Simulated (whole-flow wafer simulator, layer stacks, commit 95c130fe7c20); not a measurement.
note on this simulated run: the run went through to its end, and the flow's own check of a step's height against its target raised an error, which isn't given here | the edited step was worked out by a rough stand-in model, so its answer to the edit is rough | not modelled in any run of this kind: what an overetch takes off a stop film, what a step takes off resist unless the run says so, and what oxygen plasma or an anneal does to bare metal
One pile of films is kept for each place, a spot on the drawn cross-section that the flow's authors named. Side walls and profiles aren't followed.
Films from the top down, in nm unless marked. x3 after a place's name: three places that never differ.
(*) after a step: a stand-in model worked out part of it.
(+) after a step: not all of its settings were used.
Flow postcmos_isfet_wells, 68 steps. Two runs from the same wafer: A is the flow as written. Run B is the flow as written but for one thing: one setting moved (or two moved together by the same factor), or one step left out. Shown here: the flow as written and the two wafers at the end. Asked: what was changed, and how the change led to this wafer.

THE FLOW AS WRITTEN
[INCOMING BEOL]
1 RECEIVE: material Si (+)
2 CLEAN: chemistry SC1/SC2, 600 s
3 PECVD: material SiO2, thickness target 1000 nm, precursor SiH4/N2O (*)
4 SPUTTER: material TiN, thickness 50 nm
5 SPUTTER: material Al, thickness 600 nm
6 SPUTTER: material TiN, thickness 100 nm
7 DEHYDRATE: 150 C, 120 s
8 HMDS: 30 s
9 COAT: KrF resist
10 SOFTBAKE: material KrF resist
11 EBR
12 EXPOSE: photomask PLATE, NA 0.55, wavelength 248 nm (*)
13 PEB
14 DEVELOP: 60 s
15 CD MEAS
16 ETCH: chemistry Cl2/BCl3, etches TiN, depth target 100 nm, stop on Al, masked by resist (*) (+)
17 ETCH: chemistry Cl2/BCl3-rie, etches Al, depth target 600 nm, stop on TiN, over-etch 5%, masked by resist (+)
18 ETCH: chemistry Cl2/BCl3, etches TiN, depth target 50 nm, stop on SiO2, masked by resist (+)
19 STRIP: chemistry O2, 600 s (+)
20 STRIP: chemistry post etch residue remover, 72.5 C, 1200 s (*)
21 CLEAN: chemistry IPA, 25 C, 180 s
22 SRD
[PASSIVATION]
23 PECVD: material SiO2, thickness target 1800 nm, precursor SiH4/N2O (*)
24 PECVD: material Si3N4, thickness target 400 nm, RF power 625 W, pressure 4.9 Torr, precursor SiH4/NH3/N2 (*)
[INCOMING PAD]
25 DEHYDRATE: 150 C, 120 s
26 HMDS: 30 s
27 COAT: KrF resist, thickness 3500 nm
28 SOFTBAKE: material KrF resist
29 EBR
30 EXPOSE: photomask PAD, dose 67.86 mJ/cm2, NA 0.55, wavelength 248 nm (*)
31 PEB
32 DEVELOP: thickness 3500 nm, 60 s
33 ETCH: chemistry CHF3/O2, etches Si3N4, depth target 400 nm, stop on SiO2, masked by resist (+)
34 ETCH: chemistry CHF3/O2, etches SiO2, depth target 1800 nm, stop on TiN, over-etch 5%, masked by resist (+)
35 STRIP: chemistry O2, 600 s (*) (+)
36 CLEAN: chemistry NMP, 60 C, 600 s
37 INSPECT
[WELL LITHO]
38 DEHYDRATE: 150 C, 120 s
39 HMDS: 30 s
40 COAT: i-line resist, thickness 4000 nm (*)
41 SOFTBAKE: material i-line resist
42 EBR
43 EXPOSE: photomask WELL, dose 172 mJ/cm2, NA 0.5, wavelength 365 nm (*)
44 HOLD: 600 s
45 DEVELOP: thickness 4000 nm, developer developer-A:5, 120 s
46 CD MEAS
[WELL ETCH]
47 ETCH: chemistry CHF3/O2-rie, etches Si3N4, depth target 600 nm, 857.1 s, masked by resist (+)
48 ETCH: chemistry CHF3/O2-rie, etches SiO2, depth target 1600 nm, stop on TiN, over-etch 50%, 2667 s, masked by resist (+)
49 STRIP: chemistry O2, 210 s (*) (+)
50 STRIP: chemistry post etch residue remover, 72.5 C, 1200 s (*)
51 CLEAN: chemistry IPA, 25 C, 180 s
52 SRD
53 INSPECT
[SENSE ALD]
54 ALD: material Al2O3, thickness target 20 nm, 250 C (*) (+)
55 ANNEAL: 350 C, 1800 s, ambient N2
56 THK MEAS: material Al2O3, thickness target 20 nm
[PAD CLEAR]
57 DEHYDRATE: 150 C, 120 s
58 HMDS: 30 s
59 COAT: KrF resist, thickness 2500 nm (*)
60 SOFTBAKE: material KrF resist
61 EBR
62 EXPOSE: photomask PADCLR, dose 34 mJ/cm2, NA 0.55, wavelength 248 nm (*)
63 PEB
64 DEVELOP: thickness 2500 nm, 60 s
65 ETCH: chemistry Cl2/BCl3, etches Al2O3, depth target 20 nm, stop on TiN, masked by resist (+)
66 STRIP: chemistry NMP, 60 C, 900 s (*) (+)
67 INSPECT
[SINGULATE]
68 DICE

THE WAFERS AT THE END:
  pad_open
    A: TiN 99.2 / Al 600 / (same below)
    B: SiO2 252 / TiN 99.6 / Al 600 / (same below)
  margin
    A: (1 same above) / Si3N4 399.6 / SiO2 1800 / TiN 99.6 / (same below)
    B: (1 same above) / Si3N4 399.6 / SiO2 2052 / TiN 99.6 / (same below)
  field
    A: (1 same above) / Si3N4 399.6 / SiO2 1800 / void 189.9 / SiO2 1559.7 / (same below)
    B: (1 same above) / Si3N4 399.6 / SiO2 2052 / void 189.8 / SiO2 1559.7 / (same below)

The cause: step 23, PECVD: thickness target 2052 nm was run, where the flow has thickness target 1800 nm.
It can be read off the wafer: margin has SiO2 2052, and step 23 as written asks for 1800 nm.

How the change led to this, step by step:
  23 PECVD: material SiO2, thickness target 1800 nm, precursor SiH4/N2O (*)
      margin, well900, well1300 x3, pad_rim, pad_clr, pad_open: A SiO2 +1800 (new film) | B SiO2 +2052 (new film)
      field: A SiO2 +1800 (new film), void +189.9 (new film), SiO2 +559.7 | B SiO2 +2052 (new film), void +189.8 (new film), SiO2 +559.7
  34 ETCH: chemistry CHF3/O2, etches SiO2, depth target 1800 nm, stop on TiN, over-etch 5%, masked by resist (+)
      pad_open: A SiO2 -1800 (all of it) | B SiO2 -1800
  48 ETCH: chemistry CHF3/O2-rie, etches SiO2, depth target 1600 nm, stop on TiN, over-etch 50%, 2667 s, masked by resist (+)
      well900, well1300 x3: A SiO2 -1600 (all of it) | B SiO2 -1852 (all of it)
  59 COAT: KrF resist, thickness 2500 nm (*)
      field: A KrF resist +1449 (new film) | B KrF resist +1328.6 (new film)
      margin: A KrF resist +1448.9 (new film) | B KrF resist +1328.5 (new film)
  63 PEB
      field, margin: A KrF resist -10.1 | B KrF resist -9.23
  66 STRIP: chemistry NMP, 60 C, 900 s (*) (+)
      field: A KrF resist -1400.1 (all of it) | B KrF resist -1280.6 (all of it)
      margin: A KrF resist -1400.1 (all of it) | B KrF resist -1280.5 (all of it)
